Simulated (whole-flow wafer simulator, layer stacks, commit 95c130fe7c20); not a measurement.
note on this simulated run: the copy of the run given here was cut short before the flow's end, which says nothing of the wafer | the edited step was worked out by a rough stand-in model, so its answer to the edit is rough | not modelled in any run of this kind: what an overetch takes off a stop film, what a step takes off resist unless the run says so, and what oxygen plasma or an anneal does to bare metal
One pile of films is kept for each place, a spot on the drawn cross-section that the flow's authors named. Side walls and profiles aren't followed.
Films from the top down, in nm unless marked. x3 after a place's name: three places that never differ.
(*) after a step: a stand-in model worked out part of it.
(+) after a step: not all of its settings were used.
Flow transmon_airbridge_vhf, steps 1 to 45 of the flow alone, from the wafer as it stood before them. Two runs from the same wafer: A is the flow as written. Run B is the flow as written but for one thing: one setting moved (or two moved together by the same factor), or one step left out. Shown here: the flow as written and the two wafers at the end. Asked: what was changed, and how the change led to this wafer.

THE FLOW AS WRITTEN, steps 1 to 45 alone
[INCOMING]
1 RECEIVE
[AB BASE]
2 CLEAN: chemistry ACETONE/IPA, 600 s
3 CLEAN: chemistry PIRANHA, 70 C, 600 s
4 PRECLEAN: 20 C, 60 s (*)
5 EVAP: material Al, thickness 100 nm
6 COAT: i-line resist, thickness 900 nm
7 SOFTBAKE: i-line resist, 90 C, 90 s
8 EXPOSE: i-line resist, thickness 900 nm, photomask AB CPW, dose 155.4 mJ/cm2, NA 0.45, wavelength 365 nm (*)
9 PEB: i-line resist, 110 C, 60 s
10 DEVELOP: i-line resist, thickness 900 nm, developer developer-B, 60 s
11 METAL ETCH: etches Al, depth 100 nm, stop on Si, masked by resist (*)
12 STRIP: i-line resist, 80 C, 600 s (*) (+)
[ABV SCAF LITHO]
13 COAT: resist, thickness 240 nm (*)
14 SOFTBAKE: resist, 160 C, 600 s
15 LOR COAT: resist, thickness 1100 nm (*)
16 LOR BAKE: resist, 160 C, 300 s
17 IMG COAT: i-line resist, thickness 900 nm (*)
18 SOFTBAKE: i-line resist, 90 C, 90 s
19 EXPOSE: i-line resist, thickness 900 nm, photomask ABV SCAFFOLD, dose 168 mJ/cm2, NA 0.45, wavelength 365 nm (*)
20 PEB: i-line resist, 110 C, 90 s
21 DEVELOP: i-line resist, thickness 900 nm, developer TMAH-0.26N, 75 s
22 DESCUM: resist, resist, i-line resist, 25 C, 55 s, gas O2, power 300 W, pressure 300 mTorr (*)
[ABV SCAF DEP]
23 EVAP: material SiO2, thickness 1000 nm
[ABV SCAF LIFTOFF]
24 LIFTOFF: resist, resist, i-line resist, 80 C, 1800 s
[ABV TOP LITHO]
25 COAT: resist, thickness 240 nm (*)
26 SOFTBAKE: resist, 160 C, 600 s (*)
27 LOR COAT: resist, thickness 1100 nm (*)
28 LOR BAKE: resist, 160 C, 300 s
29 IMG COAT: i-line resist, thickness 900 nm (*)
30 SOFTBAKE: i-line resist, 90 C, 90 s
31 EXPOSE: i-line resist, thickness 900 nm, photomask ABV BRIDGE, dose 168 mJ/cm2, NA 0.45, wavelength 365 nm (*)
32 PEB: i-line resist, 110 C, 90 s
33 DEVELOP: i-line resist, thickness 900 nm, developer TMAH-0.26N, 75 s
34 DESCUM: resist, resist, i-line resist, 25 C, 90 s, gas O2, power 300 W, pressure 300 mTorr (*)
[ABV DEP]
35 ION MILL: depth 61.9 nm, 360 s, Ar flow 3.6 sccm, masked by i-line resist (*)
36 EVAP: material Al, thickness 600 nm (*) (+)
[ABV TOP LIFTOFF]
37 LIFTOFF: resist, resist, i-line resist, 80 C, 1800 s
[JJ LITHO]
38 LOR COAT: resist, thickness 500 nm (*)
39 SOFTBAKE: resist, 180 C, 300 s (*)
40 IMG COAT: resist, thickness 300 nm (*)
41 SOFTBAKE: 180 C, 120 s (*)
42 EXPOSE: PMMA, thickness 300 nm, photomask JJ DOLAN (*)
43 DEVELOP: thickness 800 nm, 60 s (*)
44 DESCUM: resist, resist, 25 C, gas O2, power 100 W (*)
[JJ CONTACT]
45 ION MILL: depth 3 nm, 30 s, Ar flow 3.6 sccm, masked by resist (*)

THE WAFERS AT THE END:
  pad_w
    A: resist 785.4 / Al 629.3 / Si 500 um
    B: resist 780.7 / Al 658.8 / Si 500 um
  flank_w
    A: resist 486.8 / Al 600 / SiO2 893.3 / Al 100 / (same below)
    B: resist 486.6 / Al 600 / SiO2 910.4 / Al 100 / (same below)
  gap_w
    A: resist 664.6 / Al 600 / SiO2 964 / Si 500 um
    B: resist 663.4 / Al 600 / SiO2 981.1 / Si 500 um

The cause: step 35, ION MILL: depth 32.5 nm was run, where the flow has depth 61.9 nm; step 35, ION MILL: 189 s was run, where the flow has 360 s.

How the change led to this, step by step:
  35 ION MILL: depth 61.9 nm, 360 s, Ar flow 3.6 sccm, masked by i-line resist (*)
      field x3, jj_line, ground_far, trace_open_s x2, margin_s, margin_n: A i-line resist -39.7 | B i-line resist -20.9
      flank_w, gap_w, cpw_trace, gap_e, flank_e, bridge_strip: A SiO2 -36 | B SiO2 -18.9
      (and at 2 more places)
  37 LIFTOFF: resist, resist, i-line resist, 80 C, 1800 s
      field x3, jj_line, trace_open_s x2: A Al -600 (all of it), i-line resist -600 (all of it), resist -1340 (all of it) | B Al -600 (all of it), i-line resist -618.8 (all of it), resist -1340 (all of it)
      margin_s, margin_n: A Al -600 (all of it), i-line resist -318.3 (all of it), resist -992 (all of it) | B Al -600 (all of it), i-line resist -337.1 (all of it), resist -992 (all of it)
      (and at 1 more place)
